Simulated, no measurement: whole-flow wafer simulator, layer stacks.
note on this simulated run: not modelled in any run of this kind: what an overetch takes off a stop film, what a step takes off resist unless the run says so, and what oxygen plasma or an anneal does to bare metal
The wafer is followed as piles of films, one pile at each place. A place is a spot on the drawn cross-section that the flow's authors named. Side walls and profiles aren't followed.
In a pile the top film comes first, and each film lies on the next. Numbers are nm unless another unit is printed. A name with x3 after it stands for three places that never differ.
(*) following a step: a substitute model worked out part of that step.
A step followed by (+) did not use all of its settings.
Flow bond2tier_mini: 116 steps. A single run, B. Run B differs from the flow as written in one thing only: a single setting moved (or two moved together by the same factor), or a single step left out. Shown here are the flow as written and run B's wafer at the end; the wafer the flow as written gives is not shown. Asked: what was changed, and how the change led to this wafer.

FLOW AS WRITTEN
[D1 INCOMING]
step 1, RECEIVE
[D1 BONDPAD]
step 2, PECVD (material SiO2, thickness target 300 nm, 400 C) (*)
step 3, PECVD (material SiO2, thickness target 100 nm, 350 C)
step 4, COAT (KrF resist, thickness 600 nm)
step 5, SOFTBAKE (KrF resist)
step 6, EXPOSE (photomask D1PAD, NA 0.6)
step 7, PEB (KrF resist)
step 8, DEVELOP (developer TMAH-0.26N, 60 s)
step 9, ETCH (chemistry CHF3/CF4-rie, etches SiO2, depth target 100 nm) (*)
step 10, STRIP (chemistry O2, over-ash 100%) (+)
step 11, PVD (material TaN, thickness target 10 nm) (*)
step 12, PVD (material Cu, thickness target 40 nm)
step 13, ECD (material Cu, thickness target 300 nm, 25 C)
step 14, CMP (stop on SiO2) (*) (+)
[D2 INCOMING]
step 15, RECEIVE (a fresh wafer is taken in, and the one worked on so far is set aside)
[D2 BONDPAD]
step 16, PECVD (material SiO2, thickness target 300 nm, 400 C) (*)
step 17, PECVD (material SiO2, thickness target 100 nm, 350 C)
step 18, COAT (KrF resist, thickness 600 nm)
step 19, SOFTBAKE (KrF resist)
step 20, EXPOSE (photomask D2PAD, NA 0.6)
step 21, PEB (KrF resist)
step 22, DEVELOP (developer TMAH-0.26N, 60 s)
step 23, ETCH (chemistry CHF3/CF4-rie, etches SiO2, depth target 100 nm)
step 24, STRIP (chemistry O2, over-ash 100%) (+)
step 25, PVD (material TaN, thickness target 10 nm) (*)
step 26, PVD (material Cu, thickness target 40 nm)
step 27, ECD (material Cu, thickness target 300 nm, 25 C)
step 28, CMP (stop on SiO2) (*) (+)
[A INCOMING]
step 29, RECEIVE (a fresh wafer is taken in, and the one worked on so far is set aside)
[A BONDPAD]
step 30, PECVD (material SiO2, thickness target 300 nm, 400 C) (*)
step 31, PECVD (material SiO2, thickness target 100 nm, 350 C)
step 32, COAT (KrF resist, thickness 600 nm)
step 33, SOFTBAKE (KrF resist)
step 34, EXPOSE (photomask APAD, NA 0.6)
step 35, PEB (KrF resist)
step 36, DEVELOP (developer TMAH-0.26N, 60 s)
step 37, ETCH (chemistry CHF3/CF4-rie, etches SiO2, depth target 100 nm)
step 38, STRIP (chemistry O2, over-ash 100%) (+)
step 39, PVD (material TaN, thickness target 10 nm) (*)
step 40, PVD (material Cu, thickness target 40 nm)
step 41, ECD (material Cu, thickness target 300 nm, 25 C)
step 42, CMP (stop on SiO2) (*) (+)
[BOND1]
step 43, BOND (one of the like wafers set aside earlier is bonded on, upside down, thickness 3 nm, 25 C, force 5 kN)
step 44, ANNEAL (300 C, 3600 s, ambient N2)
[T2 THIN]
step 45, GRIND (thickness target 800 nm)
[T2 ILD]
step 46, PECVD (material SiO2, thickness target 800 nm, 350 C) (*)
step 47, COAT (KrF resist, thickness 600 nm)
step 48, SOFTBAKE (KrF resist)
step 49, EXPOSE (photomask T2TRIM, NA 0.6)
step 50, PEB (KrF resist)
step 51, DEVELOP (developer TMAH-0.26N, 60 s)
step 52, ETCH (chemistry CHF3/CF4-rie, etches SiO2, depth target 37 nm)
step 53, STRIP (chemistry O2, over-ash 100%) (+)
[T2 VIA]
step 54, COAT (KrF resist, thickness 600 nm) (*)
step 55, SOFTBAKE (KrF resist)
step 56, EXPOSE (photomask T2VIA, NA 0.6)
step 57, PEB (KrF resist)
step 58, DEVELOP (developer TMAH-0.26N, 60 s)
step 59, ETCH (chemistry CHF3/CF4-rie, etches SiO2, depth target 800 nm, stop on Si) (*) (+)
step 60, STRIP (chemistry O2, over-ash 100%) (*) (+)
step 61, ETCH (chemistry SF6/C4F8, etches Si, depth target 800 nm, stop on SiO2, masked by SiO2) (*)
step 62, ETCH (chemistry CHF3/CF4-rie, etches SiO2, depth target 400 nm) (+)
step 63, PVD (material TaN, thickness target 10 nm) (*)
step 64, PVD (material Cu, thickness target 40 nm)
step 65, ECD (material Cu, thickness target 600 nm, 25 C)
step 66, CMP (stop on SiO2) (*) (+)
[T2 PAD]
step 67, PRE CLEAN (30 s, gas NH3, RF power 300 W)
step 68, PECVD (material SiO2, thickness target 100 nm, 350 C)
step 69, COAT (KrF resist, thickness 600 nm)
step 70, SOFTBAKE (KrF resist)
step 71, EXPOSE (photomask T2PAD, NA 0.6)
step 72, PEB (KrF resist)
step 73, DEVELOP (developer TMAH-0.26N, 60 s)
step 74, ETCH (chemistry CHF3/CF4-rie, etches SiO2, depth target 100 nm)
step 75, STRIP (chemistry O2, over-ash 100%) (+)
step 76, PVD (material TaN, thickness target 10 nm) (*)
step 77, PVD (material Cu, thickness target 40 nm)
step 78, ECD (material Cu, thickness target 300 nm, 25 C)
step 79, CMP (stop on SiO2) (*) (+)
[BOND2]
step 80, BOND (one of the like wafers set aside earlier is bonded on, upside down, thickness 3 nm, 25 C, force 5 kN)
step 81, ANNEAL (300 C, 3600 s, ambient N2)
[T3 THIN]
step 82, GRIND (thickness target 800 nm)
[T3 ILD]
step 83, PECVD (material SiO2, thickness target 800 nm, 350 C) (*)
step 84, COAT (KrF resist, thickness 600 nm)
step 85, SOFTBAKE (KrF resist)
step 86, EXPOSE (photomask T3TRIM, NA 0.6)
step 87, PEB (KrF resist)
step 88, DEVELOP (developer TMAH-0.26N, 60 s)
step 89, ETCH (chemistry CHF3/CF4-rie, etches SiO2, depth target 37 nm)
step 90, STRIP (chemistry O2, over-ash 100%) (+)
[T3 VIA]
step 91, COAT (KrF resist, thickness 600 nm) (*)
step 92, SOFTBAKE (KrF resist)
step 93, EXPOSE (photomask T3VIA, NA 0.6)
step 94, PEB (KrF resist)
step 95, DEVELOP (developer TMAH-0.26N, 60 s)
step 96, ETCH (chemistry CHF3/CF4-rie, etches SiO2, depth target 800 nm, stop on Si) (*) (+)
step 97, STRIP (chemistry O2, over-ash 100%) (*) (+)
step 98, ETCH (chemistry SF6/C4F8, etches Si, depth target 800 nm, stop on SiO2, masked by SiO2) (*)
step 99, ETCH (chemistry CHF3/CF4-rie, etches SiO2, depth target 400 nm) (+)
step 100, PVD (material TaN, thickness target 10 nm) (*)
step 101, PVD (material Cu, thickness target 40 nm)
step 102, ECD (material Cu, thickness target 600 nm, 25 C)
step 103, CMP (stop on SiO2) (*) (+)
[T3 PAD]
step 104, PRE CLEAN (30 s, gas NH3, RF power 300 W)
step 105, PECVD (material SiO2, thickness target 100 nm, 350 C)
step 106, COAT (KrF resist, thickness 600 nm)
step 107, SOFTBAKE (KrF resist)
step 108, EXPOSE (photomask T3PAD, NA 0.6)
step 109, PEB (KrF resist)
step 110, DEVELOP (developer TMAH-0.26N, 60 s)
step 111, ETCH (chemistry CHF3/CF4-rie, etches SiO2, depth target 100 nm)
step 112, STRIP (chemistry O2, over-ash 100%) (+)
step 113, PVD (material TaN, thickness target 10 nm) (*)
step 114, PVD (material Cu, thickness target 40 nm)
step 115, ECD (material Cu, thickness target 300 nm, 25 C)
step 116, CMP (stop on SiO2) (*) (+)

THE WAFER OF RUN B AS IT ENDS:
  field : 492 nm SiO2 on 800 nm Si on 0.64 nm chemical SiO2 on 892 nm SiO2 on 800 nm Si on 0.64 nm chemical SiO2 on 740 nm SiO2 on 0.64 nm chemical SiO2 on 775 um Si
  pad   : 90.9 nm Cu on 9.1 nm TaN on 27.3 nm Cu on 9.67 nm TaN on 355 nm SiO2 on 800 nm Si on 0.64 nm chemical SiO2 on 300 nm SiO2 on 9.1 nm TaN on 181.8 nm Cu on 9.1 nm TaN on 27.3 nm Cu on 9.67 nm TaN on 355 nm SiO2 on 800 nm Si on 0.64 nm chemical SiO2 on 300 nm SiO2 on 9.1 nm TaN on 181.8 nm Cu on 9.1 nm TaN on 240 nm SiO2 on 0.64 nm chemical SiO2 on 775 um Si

What caused this: step 31, PECVD: thickness target 40 nm was run, whereas the flow has thickness target 100 nm.

The path from the change to this, step by step:
  step 31, PECVD (material SiO2, thickness target 100 nm, 350 C)
      field, pad, via: +40 SiO2 (as written it would have been: +100 SiO2)
